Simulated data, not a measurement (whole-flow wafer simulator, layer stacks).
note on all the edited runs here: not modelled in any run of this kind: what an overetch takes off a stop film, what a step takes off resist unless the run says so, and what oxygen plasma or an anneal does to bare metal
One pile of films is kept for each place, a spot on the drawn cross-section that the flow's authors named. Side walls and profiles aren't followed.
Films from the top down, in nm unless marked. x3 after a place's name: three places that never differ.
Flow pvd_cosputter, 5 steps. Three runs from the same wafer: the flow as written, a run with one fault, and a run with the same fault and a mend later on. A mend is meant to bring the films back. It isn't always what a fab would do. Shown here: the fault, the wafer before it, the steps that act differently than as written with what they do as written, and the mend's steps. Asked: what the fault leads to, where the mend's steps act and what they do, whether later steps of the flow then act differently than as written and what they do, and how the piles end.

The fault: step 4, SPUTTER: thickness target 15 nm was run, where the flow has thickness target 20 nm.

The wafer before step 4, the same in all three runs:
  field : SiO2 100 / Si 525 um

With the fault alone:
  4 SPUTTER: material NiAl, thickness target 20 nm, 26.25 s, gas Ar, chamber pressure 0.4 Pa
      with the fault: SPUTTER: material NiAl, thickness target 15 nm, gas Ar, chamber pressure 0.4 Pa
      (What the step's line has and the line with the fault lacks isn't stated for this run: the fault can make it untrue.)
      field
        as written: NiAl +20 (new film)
        with the fault: NiAl +15 (new film)
  No later step of the flow acts differently than as written at any place that is followed.
  At the end the piles differ from the flow's by more than 2% or 0.5 nm, whichever is larger, at field.
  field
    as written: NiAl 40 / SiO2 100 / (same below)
    with the fault: NiAl 35 / SiO2 100 / (same below)

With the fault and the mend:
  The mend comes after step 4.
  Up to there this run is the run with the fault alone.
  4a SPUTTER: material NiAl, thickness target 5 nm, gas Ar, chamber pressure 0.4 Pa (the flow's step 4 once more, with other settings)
      field
        NiAl +5
  No later step of the flow acts differently than as written at any place that is followed.
  At the end the piles are the same as the flow's at every place that both follow.
